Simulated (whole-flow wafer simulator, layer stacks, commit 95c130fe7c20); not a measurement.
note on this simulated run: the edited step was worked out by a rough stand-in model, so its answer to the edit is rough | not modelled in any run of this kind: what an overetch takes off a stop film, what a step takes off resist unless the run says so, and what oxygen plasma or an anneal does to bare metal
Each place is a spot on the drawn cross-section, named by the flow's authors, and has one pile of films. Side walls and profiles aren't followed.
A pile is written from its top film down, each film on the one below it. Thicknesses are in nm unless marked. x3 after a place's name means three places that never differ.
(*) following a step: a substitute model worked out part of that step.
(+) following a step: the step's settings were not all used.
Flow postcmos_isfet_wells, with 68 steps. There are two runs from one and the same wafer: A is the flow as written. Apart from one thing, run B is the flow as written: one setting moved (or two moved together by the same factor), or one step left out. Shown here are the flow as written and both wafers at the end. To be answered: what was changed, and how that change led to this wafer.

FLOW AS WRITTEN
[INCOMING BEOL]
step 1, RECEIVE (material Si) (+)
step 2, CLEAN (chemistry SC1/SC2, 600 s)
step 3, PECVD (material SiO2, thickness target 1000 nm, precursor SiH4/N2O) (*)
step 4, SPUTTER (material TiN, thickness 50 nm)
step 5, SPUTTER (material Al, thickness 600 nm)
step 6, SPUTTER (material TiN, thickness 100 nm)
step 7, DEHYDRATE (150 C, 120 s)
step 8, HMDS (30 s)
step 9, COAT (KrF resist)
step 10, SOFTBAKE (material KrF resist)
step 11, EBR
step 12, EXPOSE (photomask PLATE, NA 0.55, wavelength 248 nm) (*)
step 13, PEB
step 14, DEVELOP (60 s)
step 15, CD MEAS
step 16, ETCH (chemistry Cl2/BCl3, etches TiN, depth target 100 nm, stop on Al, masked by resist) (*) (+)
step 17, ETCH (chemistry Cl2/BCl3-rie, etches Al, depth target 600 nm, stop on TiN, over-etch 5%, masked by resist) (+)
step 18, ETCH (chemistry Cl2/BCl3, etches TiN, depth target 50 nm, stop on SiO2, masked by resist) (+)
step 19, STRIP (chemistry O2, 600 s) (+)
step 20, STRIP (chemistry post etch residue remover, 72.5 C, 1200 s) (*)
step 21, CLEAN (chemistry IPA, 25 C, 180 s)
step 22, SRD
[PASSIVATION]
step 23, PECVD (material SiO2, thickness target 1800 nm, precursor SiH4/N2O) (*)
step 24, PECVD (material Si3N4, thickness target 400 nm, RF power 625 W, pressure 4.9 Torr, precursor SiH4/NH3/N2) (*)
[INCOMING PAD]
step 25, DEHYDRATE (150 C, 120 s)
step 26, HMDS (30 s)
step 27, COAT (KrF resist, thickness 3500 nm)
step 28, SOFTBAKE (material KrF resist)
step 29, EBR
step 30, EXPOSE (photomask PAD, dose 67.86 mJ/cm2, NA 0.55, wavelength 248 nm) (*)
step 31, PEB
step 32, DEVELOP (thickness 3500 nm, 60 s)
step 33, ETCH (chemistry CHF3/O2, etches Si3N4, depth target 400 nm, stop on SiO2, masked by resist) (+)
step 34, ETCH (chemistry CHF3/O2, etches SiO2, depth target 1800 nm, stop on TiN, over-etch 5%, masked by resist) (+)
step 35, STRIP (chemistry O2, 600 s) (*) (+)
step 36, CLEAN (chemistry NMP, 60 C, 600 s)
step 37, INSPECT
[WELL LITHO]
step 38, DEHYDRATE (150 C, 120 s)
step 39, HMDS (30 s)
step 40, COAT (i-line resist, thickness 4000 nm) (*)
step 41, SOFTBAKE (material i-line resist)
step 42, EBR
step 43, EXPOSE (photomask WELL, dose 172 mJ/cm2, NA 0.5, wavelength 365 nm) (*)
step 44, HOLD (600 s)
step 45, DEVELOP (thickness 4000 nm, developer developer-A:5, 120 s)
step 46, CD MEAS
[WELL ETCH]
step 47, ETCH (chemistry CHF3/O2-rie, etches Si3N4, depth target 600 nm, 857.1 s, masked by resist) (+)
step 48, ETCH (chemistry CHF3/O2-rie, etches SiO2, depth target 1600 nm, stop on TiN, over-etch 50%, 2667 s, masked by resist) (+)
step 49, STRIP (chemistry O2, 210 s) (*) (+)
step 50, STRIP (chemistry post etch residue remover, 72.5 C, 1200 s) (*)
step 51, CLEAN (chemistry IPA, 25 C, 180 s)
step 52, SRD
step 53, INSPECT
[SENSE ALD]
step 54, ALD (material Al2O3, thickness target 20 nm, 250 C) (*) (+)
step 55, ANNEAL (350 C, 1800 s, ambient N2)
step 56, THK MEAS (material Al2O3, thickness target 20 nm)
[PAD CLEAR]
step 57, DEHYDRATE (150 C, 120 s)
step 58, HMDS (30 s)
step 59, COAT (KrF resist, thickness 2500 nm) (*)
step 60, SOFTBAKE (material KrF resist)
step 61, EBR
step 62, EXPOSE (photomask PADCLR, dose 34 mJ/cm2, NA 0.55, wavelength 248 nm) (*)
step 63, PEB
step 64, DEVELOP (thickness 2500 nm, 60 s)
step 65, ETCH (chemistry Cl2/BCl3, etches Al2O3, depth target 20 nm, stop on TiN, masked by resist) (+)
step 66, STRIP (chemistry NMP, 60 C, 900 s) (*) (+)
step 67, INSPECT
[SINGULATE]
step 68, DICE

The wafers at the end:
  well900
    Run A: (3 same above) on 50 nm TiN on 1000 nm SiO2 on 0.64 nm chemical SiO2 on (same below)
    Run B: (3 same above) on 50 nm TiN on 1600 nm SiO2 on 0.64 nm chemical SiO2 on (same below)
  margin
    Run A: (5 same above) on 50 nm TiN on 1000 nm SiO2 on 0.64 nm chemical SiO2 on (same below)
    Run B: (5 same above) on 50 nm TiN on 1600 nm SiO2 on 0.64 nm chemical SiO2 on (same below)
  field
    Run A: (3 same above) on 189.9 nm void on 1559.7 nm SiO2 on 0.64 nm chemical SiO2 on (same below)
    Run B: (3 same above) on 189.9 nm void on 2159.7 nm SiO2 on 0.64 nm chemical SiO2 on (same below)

What caused this: step 3, PECVD: thickness target 1600 nm was run, whereas the flow has thickness target 1000 nm.
The wafer itself shows it: well900 has SiO2 1600, and step 3 as written asks for 1000 nm.

The path from the change to this, step by step:
  step 3, PECVD (material SiO2, thickness target 1000 nm, precursor SiH4/N2O) (*)
      field, margin, well900, well1300 x3, pad_rim, pad_clr, pad_open: A +1000 SiO2 (new film) | B +1600 SiO2 (new film)
